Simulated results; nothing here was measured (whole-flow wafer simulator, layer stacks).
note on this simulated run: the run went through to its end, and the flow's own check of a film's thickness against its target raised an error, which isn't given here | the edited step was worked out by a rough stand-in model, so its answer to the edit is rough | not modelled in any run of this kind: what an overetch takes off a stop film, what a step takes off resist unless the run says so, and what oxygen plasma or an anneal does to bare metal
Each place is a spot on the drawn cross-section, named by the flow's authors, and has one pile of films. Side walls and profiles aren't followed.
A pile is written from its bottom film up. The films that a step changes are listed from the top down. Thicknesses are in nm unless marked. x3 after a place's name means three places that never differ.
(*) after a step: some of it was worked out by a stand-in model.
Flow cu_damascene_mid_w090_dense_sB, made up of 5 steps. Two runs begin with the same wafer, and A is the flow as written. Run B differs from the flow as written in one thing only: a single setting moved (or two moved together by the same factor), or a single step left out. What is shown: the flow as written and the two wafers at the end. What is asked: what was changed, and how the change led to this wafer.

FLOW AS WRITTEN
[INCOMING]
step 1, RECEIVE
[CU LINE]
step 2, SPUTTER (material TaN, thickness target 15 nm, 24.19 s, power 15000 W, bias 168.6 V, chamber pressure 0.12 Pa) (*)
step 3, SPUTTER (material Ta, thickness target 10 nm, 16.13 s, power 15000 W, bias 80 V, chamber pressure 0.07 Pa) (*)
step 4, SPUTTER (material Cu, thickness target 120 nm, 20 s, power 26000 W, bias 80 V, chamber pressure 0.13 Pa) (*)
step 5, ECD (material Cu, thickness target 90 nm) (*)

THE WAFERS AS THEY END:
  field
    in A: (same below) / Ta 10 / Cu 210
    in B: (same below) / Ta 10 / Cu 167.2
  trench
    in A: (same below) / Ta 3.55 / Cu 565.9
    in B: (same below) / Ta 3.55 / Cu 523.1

The reason: step 5, ECD: thickness target 47.2 nm was run, though the flow has thickness target 90 nm.

The path from the change to this, step by step:
  step 5, ECD (material Cu, thickness target 90 nm) (*)
      field: A +90 Cu | B +47.2 Cu
      trench: A +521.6 Cu | B +478.8 Cu
